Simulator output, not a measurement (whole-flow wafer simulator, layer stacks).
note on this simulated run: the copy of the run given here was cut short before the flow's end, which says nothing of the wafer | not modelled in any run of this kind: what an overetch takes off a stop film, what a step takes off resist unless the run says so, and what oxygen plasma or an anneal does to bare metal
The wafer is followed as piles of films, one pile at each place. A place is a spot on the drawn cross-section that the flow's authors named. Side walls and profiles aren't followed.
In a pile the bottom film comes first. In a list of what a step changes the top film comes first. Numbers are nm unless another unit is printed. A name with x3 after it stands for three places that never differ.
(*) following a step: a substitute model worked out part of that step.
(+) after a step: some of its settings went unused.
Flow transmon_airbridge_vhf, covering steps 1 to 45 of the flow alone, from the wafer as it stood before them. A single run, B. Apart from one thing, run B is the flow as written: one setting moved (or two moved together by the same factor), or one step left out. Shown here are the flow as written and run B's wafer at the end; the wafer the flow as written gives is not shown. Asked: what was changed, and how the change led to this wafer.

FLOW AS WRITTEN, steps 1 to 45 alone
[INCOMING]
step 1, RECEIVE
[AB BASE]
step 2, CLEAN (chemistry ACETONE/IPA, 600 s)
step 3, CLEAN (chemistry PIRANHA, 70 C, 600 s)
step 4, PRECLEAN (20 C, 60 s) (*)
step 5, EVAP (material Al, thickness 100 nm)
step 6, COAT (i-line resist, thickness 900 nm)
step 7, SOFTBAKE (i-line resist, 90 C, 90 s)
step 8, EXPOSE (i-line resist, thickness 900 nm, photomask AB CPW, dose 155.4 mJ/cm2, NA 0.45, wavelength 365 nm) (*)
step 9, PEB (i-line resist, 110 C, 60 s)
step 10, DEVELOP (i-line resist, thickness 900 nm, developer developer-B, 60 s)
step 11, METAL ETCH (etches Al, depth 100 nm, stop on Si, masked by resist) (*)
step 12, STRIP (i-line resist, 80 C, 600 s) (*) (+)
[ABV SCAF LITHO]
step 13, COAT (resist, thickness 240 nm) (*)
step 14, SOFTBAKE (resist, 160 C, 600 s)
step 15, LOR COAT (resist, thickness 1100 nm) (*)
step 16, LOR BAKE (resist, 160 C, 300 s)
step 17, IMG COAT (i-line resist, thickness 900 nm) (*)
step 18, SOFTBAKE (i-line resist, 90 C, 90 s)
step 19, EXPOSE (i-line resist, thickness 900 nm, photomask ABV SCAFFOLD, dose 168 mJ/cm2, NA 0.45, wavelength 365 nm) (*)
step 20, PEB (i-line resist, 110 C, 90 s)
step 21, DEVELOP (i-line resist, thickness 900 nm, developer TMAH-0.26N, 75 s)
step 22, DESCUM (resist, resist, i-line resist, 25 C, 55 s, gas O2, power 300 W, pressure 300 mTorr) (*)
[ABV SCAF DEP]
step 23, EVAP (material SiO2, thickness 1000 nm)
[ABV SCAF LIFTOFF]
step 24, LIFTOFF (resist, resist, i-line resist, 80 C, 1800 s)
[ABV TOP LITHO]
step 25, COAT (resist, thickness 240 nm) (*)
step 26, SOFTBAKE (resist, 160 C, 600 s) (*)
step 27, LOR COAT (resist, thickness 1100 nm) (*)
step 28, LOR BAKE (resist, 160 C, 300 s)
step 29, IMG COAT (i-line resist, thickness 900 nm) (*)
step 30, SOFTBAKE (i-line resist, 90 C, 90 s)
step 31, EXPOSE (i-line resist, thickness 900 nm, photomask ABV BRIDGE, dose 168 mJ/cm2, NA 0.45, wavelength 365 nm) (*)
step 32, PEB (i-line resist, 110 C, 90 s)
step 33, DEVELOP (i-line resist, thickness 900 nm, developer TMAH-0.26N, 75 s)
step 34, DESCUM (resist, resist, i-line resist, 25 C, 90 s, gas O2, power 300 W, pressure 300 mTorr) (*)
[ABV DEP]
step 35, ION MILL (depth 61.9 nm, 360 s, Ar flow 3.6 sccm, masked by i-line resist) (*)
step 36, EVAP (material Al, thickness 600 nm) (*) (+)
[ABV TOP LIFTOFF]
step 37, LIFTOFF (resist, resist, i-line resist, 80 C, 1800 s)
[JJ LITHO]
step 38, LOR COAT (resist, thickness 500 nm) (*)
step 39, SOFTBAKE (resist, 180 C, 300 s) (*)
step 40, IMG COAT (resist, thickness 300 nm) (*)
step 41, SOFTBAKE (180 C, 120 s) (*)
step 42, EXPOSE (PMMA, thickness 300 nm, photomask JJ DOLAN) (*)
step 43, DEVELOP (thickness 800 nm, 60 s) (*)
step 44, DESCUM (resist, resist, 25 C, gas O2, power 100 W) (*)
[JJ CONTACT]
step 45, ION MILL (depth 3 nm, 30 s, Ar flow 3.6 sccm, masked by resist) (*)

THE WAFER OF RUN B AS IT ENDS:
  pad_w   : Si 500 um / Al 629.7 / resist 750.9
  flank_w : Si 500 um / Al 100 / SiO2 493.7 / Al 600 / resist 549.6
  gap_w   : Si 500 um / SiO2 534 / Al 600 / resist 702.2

Cause: step 23, EVAP: thickness 570 nm was run, though the flow has thickness 1000 nm.

Step by step, how the change led to this:
  step 23, EVAP (material SiO2, thickness 1000 nm)
      field x3, jj_line, ground_far and 10 more: SiO2 gains 570 (new film) (as written it would have been: SiO2 gains 1000 (new film))
      flank_w, flank_e: SiO2 gains 529.7 (new film) (as written it would have been: SiO2 gains 929.3 (new film))
  step 24, LIFTOFF (resist, resist, i-line resist, 80 C, 1800 s)
      field x3, jj_line, trace_open_s x2: SiO2 loses 570 (all of it), i-line resist loses 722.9 (all of it), resist loses 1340 (all of it) (as written it would have been: SiO2 loses 1000 (all of it), i-line resist loses 722.9 (all of it), resist loses 1340 (all of it))
      pad_w, pad_e: SiO2 loses 570 (all of it), i-line resist loses 718 (all of it), resist loses 1330.2 (all of it) (as written it would have been: SiO2 loses 1000 (all of it), i-line resist loses 718 (all of it), resist loses 1330.2 (all of it))
      (as well as at 1 more place)
  step 25, COAT (resist, thickness 240 nm) (*)
      flank_w, flank_e: resist gains 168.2 (new film) (as written it would have been: resist gains 152.6 (new film))
      gap_w, gap_e: resist gains 228.9 (new film) (as written it would have been: resist gains 210.7 (new film))
      (as well as at 6 more places)
  step 27, LOR COAT (resist, thickness 1100 nm) (*)
      gap_w, gap_e: resist gains 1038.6 (as written it would have been: resist gains 977.8)
      margin_s, margin_n: resist gains 932 (as written it would have been: resist gains 823.4)
      (as well as at 6 more places)
  step 29, IMG COAT (i-line resist, thickness 900 nm) (*)
      gap_w, gap_e: i-line resist gains 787 (new film) (as written it would have been: i-line resist gains 681.7 (new film))
      margin_s, margin_n: i-line resist gains 738.2 (new film) (as written it would have been: i-line resist gains 603.2 (new film))
      (as well as at 7 more places)
  step 32, PEB (i-line resist, 110 C, 90 s)
      pad_w, pad_e: i-line resist loses 48.9 (as written it would have been: i-line resist loses 51)
      flank_w, flank_e: i-line resist loses 42.5 (as written it would have been: i-line resist loses 38.3)
      (as well as at 7 more places)
  step 33, DEVELOP (i-line resist, thickness 900 nm, developer TMAH-0.26N, 75 s)
      gap_w, gap_e: i-line resist loses 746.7 (all of it), resist loses 1038.6 (as written it would have been: i-line resist loses 646.9 (all of it), resist loses 977.8)
      pad_w: i-line resist loses 899.9 (all of it), resist loses 1180.2 (as written it would have been: i-line resist loses 937.2 (all of it), resist loses 1247.8)
      (as well as at 5 more places)
  step 34, DESCUM (resist, resist, i-line resist, 25 C, 90 s, gas O2, power 300 W, pressure 300 mTorr) (*)
      flank_w, flank_e: resist loses 168.2 (all of it) (as written it would have been: resist loses 152.6 (all of it))
      gap_w, gap_e: resist loses 228.9 (all of it) (as written it would have been: resist loses 210.7 (all of it))
      (as well as at 4 more places)
  step 37, LIFTOFF (resist, resist, i-line resist, 80 C, 1800 s)
      margin_s, margin_n: Al loses 600 (all of it), i-line resist loses 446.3 (all of it), resist loses 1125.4 (all of it) (as written it would have been: Al loses 600 (all of it), i-line resist loses 318.3 (all of it), resist loses 992 (all of it))
      ground_far: Al loses 600 (all of it), i-line resist loses 664.2 (all of it), resist loses 1368.9 (all of it) (as written it would have been: Al loses 600 (all of it), i-line resist loses 717.9 (all of it), resist loses 1384.9 (all of it))
  step 38, LOR COAT (resist, thickness 500 nm) (*)
      pad_w, pad_e: resist gains 493.9 (new film) (as written it would have been: resist gains 517 (new film))
      flank_w, flank_e: resist gains 359 (new film) (as written it would have been: resist gains 306.5 (new film))
      (as well as at 6 more places)
  step 40, IMG COAT (resist, thickness 300 nm) (*)
      pad_w, pad_e: resist gains 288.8 (as written it would have been: resist gains 300.1)
      flank_w, flank_e: resist gains 222.3 (as written it would have been: resist gains 212.1)
      (as well as at 6 more places)
